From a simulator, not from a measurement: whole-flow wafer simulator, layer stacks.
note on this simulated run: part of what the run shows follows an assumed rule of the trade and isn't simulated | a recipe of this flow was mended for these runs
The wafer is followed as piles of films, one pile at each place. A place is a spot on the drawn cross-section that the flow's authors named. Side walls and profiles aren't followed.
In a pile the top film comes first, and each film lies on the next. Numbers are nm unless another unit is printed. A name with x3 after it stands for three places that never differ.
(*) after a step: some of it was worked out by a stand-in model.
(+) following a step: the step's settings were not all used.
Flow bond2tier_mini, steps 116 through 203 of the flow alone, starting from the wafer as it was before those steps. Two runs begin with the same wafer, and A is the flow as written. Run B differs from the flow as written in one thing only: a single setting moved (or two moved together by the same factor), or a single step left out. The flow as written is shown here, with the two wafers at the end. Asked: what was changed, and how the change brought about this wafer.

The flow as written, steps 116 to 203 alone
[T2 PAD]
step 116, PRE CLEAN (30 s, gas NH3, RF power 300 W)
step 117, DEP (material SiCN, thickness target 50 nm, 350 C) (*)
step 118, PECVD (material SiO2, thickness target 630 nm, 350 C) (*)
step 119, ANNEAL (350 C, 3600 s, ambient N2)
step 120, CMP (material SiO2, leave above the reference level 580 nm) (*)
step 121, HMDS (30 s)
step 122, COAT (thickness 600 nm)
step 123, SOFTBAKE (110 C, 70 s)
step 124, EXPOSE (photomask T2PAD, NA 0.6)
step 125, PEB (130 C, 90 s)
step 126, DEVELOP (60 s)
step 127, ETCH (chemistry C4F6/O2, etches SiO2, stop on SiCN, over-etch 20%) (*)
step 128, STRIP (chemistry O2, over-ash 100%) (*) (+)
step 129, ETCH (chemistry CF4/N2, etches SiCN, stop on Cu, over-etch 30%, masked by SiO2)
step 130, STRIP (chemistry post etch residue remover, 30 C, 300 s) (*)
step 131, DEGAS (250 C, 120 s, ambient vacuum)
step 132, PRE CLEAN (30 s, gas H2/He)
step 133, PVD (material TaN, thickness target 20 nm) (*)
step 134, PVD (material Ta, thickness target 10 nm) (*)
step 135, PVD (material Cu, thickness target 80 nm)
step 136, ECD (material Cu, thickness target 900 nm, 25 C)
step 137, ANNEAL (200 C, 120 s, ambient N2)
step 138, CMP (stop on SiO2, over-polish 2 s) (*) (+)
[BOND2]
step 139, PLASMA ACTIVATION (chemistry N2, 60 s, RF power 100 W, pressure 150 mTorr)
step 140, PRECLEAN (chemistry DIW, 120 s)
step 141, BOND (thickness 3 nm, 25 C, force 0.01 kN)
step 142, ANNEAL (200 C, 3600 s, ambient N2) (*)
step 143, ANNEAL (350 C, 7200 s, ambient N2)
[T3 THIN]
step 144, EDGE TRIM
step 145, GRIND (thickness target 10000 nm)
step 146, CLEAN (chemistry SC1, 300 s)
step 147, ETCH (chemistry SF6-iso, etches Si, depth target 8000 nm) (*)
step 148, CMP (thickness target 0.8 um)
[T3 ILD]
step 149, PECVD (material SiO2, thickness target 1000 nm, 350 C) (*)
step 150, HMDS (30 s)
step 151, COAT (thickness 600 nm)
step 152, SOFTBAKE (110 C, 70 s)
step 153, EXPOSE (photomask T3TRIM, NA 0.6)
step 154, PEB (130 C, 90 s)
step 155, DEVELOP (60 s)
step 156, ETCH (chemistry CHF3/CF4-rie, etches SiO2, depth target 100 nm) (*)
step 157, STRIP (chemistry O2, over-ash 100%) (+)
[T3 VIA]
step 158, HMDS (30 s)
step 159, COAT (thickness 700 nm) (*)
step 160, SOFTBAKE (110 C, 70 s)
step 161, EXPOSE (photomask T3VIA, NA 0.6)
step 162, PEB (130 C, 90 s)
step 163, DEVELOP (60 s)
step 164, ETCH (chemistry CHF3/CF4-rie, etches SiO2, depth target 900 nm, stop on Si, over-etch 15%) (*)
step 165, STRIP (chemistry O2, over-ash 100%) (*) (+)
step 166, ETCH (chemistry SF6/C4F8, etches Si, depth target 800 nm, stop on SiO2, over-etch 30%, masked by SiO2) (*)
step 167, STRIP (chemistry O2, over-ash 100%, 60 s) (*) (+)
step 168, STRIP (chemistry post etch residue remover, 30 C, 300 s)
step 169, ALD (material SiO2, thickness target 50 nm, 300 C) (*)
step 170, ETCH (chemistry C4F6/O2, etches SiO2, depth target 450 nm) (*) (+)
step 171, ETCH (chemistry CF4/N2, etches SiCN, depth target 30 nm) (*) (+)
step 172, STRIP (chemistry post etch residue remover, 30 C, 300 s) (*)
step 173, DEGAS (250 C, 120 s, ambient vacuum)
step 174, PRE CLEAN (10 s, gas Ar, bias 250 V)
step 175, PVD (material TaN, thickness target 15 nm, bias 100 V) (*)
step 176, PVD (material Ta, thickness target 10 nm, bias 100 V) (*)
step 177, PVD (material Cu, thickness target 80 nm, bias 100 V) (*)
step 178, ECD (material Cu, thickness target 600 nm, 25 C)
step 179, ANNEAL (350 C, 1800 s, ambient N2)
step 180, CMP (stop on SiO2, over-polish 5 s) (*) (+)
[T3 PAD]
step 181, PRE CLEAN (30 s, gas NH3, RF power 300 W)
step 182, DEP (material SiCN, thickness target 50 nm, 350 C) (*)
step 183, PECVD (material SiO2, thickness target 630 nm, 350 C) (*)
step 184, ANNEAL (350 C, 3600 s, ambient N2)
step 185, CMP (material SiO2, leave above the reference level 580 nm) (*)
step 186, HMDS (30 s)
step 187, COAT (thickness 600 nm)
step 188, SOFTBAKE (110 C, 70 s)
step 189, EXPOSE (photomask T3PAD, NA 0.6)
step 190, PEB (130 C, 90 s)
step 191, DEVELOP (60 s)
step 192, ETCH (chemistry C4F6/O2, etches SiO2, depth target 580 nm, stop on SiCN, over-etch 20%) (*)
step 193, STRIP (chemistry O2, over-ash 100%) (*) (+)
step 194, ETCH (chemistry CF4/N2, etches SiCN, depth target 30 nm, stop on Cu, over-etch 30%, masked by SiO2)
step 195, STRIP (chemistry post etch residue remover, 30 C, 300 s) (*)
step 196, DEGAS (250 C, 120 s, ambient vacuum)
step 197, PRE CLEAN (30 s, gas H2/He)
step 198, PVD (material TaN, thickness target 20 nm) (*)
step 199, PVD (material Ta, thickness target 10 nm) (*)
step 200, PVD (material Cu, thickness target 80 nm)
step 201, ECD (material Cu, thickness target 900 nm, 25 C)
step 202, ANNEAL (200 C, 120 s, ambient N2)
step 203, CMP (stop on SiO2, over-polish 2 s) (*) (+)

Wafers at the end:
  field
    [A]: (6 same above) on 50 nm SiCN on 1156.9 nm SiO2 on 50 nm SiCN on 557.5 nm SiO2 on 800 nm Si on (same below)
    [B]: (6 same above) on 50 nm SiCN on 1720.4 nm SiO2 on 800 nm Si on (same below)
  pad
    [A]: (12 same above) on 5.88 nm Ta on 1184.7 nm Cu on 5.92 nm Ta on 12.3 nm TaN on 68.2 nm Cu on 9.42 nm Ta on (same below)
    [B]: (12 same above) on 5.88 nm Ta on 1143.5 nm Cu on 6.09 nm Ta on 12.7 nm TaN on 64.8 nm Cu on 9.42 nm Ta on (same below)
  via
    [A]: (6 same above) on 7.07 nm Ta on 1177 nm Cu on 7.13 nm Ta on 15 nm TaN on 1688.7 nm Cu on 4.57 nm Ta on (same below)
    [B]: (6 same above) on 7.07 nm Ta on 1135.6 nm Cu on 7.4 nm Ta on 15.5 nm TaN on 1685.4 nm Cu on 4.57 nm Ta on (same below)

What caused this: step 117, DEP: material SiCN, thickness target 50 nm, 350 C (*), was omitted.

The path from the change to this, step by step:
  step 118, PECVD (material SiO2, thickness target 630 nm, 350 C) (*)
      field: A +630 SiO2 (new film) | B +630 SiO2
  step 127, ETCH (chemistry C4F6/O2, etches SiO2, stop on SiCN, over-etch 20%) (*)
      pad, via: A -580 SiO2 (all of it), -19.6 SiCN | B -580 SiO2 (all of it), -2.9 Cu
  step 129, ETCH (chemistry CF4/N2, etches SiCN, stop on Cu, over-etch 30%, masked by SiO2)
      pad, via: A -30.4 SiCN (all of it), -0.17 Cu | B -0.6 Cu
      field: A -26 SiO2 | B -20 SiO2
  step 135, PVD (material Cu, thickness target 80 nm)
      pad: A +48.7 Cu (new film) | B +50 Cu (new film)
      via: A +59.4 Cu (new film) | B +61.4 Cu (new film)
  step 136, ECD (material Cu, thickness target 900 nm, 25 C)
      pad: A +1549 Cu | B +1506.5 Cu
      via: A +1534.4 Cu | B +1491 Cu
